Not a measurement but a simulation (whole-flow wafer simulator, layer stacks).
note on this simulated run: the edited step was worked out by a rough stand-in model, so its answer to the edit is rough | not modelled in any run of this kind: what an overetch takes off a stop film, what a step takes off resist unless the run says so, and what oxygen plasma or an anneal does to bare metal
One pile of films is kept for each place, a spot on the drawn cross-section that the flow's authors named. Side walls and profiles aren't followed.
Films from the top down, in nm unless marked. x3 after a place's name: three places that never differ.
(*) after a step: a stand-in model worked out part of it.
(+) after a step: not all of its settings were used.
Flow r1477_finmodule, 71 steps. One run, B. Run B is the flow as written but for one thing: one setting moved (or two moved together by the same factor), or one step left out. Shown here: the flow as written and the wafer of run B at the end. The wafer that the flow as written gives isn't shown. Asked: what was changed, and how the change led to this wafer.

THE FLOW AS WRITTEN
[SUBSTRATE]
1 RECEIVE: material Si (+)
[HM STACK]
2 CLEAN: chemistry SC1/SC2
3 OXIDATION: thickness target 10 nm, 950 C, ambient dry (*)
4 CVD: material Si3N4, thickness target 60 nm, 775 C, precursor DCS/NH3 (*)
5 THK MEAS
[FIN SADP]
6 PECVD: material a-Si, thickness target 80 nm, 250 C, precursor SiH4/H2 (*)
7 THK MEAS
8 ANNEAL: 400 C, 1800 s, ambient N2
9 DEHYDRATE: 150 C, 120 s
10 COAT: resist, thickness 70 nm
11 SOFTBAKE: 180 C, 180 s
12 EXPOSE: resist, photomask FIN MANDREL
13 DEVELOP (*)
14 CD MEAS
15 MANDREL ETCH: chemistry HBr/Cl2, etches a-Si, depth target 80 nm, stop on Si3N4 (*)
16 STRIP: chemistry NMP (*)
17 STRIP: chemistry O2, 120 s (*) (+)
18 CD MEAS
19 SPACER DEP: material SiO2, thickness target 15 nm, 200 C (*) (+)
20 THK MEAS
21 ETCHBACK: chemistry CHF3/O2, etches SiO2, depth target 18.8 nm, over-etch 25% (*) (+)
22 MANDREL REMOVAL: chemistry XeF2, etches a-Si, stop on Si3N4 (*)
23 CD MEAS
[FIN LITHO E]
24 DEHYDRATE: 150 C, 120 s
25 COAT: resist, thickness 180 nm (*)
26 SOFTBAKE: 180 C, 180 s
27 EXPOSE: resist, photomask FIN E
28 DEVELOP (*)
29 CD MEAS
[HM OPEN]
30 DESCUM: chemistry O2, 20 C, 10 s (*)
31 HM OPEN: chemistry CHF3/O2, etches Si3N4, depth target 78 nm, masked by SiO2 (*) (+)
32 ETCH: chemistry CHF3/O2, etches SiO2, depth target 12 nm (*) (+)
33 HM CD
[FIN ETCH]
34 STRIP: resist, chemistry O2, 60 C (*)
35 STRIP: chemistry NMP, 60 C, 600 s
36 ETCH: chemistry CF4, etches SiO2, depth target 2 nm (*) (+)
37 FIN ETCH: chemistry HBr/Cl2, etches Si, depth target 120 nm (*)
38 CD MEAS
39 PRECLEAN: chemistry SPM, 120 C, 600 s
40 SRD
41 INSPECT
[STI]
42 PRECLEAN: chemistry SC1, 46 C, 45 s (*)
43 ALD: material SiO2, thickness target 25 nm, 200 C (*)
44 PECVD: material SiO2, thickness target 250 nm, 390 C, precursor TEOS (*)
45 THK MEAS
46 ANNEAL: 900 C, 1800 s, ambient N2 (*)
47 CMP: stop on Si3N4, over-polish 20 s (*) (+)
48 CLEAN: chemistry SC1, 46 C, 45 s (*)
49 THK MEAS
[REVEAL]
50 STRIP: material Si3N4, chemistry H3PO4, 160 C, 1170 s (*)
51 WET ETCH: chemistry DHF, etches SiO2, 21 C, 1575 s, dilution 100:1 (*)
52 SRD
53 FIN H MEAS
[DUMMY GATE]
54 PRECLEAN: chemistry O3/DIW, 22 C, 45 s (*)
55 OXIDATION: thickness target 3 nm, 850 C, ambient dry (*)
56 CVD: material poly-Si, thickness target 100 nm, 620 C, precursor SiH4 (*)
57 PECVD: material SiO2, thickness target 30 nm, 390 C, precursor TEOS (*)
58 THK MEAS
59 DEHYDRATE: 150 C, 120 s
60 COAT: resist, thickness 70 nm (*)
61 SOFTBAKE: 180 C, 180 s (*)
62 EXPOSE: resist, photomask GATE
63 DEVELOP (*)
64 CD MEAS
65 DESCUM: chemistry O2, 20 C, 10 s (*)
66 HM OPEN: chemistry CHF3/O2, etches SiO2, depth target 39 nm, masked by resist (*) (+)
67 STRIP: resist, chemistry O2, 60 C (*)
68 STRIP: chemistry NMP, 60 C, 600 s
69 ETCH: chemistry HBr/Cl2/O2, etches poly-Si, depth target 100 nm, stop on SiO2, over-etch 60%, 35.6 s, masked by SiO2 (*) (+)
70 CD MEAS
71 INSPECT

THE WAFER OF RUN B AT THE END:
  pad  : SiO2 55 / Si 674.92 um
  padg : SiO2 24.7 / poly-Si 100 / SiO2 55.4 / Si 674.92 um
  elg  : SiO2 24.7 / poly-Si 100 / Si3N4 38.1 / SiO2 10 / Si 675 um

The cause: step 37, FIN ETCH: depth target 72 nm was run, where the flow has depth target 120 nm.

How the change led to this, step by step:
  37 FIN ETCH: chemistry HBr/Cl2, etches Si, depth target 120 nm (*)
      pad, padg, esg and 19 more: Si -72 (as written it would be: Si -120)
      elg, e40lg, e100lg, e200lg, elo, e40lo, e100lo, e200lo: Si3N4 -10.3 (as written it would be: Si3N4 -17.1)
      (and at 6 more places)
  43 ALD: material SiO2, thickness target 25 nm, 200 C (*)
      s40cg, s45cg, s50cg, s40co, s45co, s50co: SiO2 +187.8 (new film) (as written it would be: SiO2 +232.1 (new film))
      esg: SiO2 +153.1 (new film) (as written it would be: SiO2 +194.3 (new film))
  47 CMP: stop on Si3N4, over-polish 20 s (*) (+)
      pad, padg, e40sg and 11 more: SiO2 -119.8 (as written it would be: SiO2 -71.8)
      elg, esg, e40lg and 6 more: SiO2 -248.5 (as written it would be: SiO2 -241.6)
      (and at 1 more place)
  51 WET ETCH: chemistry DHF, etches SiO2, 21 C, 1575 s, dilution 100:1 (*)
      elg, e40lg, e100lg, e200lg, elo, e40lo, e100lo, e200lo: SiO2 -11 (all of it), Si3N4 -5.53 (as written it would be: SiO2 -17.8 (all of it), Si3N4 -4.97)
  56 CVD: material poly-Si, thickness target 100 nm, 620 C, precursor SiH4 (*)
      esg: poly-Si +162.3 (new film) (as written it would be: poly-Si +156 (new film))
  60 COAT: resist, thickness 70 nm (*)
      e40sg, eso, e40so: resist +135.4 (new film) (as written it would be: resist +129.5 (new film))
      e100sg, e100so: resist +135.3 (new film) (as written it would be: resist +129.4 (new film))
      (and at 2 more places)
  63 DEVELOP (*)
      eso, e40so: resist -135.4 (all of it) (as written it would be: resist -129.5 (all of it))
      e100so: resist -135.3 (all of it) (as written it would be: resist -129.4 (all of it))
      (and at 1 more place)
  67 STRIP: resist, chemistry O2, 60 C (*)
      e40sg: resist -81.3 (all of it) (as written it would be: resist -75.4 (all of it))
      e100sg: resist -81.2 (all of it) (as written it would be: resist -75.3 (all of it))
      (and at 1 more place)
